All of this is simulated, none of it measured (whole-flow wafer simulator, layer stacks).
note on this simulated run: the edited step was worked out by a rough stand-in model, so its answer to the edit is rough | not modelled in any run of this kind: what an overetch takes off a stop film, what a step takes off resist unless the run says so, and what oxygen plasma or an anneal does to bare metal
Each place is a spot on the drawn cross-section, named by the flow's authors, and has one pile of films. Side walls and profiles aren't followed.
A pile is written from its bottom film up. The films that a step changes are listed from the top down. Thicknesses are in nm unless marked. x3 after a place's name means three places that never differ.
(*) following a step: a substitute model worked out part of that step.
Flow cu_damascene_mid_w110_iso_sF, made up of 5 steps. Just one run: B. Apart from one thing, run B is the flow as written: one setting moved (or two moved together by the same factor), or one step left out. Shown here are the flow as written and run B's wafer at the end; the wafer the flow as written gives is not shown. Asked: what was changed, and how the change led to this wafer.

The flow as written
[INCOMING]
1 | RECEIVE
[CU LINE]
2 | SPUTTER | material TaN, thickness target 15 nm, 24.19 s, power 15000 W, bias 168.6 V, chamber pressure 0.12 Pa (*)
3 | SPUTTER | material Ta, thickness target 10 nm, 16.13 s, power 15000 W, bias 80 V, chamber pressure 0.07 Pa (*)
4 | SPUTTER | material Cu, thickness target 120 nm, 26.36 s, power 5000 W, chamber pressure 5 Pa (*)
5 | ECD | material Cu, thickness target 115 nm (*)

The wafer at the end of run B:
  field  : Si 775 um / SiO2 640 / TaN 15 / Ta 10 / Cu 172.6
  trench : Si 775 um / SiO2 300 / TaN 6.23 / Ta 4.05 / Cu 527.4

What caused this: step 4, SPUTTER: 13.18 s was run, though the flow has 26.36 s.

The path from the change to this, step by step:
  4 | SPUTTER | material Cu, thickness target 120 nm, 26.36 s, power 5000 W, chamber pressure 5 Pa (*)
      field: +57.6 Cu (new film) (in the flow as written it would be: +120 Cu (new film))
      trench: +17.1 Cu (new film) (in the flow as written it would be: +35.7 Cu (new film))
  5 | ECD | material Cu, thickness target 115 nm (*)
      trench: +510.2 Cu (in the flow as written it would be: +554 Cu)
